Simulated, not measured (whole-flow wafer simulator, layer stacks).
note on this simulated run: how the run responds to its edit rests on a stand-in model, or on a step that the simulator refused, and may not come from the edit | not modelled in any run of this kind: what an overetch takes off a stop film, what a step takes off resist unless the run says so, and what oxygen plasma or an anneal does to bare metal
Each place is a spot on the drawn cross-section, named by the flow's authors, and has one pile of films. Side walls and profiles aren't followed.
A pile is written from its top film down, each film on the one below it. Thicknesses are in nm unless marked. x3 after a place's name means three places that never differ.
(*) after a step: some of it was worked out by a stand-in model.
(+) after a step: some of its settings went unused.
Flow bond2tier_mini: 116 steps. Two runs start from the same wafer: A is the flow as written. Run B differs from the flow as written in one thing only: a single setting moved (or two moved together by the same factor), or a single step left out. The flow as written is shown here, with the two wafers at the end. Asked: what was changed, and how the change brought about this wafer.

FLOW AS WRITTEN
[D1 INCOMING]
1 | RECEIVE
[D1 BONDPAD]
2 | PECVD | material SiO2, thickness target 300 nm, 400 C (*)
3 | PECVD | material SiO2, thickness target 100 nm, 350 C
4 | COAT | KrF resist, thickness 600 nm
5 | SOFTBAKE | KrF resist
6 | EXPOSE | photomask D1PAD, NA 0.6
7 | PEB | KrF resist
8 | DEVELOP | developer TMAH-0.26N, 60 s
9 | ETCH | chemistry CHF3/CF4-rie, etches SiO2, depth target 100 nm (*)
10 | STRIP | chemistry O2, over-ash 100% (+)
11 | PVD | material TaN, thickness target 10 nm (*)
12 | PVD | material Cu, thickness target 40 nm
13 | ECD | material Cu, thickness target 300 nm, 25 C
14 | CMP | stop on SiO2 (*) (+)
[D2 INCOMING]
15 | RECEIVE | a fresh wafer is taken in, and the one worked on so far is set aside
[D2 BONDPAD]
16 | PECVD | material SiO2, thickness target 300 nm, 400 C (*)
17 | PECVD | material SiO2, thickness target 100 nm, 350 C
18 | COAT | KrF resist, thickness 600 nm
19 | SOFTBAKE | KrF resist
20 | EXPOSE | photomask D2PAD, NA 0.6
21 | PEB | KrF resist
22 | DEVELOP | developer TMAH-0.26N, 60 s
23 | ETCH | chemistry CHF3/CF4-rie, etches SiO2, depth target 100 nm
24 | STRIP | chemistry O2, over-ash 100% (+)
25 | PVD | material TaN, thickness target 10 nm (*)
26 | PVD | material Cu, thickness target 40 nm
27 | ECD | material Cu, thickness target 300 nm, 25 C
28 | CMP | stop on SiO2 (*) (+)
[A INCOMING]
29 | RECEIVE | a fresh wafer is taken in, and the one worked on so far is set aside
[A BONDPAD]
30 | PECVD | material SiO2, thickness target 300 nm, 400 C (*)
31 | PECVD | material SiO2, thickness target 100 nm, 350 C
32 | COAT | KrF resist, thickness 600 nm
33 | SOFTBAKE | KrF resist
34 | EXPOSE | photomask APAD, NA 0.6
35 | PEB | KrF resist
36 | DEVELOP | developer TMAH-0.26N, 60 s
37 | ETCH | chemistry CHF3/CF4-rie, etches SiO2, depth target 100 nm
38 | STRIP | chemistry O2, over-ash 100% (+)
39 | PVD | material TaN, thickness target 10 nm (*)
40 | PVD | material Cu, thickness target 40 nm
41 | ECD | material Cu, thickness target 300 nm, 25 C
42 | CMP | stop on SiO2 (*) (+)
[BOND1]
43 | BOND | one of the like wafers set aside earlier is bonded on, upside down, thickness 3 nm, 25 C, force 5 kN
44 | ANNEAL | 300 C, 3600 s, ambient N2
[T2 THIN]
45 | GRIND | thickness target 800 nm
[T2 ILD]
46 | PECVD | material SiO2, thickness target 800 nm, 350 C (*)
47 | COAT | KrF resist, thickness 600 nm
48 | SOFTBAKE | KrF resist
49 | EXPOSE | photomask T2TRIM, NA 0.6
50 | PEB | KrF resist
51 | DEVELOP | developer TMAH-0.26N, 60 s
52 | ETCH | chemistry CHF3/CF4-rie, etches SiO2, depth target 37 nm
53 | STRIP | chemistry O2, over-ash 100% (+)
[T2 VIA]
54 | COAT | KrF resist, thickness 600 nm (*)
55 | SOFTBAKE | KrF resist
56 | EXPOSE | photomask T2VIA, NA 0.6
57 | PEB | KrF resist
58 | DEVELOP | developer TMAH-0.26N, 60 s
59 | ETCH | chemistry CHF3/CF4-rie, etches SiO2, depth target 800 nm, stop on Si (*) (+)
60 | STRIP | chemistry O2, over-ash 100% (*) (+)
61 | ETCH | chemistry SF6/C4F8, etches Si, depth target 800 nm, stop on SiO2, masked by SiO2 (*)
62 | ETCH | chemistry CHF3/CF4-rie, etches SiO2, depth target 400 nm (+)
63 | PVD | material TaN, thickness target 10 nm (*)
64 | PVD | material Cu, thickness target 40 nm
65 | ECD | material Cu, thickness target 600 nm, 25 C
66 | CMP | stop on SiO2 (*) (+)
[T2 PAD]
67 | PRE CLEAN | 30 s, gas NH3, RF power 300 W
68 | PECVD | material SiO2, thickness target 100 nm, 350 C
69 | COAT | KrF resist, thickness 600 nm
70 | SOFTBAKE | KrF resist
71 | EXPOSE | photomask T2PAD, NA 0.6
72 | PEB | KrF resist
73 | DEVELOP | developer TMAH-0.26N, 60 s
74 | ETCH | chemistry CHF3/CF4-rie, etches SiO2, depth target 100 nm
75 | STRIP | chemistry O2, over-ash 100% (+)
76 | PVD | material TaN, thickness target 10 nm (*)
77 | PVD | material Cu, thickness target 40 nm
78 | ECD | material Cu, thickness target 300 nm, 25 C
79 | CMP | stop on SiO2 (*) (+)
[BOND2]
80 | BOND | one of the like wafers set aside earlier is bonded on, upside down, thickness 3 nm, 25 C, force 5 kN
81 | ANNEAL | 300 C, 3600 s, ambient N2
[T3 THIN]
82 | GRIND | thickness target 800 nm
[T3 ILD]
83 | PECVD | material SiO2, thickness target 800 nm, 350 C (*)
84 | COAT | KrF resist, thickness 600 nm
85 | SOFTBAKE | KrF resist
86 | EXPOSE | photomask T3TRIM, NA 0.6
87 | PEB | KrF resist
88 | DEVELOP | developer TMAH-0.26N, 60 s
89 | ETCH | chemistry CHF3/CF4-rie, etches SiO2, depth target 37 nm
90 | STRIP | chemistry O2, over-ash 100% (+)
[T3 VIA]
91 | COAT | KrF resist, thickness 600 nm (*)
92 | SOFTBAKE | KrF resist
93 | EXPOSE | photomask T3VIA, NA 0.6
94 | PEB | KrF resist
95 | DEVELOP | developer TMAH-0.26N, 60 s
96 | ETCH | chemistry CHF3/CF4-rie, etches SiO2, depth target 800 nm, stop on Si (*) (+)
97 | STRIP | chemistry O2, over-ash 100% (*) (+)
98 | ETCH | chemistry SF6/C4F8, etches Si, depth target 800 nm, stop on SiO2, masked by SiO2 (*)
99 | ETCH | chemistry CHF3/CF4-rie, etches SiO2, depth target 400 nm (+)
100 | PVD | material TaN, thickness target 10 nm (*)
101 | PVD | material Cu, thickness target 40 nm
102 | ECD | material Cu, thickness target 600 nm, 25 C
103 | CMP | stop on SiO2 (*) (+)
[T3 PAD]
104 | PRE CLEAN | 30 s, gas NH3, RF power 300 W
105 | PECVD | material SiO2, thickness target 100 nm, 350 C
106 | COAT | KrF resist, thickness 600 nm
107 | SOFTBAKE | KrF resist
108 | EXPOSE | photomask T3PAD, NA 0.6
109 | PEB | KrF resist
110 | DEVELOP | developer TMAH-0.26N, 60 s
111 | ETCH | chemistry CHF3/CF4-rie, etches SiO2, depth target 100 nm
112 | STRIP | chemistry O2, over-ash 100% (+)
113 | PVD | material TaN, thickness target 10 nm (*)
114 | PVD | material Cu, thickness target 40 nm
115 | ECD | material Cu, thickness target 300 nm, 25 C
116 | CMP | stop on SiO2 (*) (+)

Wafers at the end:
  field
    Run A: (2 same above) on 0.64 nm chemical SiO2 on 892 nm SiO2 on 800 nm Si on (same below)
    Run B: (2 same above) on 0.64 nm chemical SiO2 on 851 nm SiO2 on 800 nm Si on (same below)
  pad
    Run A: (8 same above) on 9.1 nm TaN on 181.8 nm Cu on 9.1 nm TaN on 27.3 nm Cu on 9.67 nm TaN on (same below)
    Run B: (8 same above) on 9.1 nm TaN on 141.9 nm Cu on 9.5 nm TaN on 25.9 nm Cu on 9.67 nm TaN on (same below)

What caused this: step 68, PECVD: thickness target 59 nm was run, whereas the flow has thickness target 100 nm.

The path from the change to this, step by step:
  68 | PECVD | material SiO2, thickness target 100 nm, 350 C
      field: A SiO2 gains 100 | B SiO2 gains 59
      pad: A SiO2 gains 100 (new film) | B SiO2 gains 59 (new film)
  74 | ETCH | chemistry CHF3/CF4-rie, etches SiO2, depth target 100 nm
      pad: A SiO2 loses 100 (all of it) | B SiO2 loses 59 (all of it), Cu loses 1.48
      field: A KrF resist loses 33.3 | B KrF resist loses 29.5
  77 | PVD | material Cu, thickness target 40 nm
      pad: A Cu gains 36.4 (new film) | B Cu gains 37.8 (new film)
  78 | ECD | material Cu, thickness target 300 nm, 25 C
      pad: A Cu gains 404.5 | B Cu gains 363.2
